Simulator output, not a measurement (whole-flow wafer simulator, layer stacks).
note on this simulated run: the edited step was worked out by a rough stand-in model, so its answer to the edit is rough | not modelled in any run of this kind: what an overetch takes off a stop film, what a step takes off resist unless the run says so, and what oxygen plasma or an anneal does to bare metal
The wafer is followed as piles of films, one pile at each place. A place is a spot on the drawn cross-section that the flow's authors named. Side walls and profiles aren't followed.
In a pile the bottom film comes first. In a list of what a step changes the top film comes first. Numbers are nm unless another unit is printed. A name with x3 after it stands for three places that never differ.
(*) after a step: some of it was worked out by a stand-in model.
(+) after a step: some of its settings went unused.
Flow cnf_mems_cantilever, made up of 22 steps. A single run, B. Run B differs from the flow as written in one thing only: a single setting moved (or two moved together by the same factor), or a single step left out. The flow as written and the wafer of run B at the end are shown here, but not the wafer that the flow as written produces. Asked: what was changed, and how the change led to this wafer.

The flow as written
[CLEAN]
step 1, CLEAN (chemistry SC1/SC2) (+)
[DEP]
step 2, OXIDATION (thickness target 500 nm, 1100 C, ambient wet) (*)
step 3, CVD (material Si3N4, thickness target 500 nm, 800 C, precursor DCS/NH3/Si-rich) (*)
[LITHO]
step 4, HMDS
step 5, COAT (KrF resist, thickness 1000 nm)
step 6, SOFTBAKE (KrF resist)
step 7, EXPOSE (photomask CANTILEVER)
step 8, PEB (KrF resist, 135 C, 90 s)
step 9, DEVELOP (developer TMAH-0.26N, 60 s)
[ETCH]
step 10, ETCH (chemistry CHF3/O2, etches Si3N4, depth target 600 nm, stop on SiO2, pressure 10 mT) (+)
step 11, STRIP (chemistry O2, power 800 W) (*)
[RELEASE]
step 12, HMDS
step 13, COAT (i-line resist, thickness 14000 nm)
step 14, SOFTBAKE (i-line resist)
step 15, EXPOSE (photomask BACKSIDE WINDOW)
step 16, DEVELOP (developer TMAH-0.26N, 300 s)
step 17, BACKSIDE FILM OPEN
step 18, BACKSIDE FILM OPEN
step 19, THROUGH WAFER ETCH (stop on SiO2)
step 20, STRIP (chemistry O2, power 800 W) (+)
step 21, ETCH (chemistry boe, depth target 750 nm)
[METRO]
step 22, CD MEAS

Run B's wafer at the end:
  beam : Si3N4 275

What caused this: step 3, CVD: thickness target 275 nm was run, though the flow has thickness target 500 nm.
The wafer lets one read it off: beam has Si3N4 275, and step 3 as written asks for 500 nm.

How this came from the change, step by step:
  step 3, CVD (material Si3N4, thickness target 500 nm, 800 C, precursor DCS/NH3/Si-rich) (*)
      field, beam: Si3N4 gains 275 (new film) (as written it would have been: Si3N4 gains 500 (new film))
  step 10, ETCH (chemistry CHF3/O2, etches Si3N4, depth target 600 nm, stop on SiO2, pressure 10 mT) (+)
      field: Si3N4 loses 275 (all of it) (as written it would have been: Si3N4 loses 500 (all of it))
      beam: KrF resist loses 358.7 (as written it would have been: KrF resist loses 521.7)
  step 11, STRIP (chemistry O2, power 800 W) (*)
      beam: KrF resist loses 583 (all of it) (as written it would have been: KrF resist loses 419.9 (all of it))
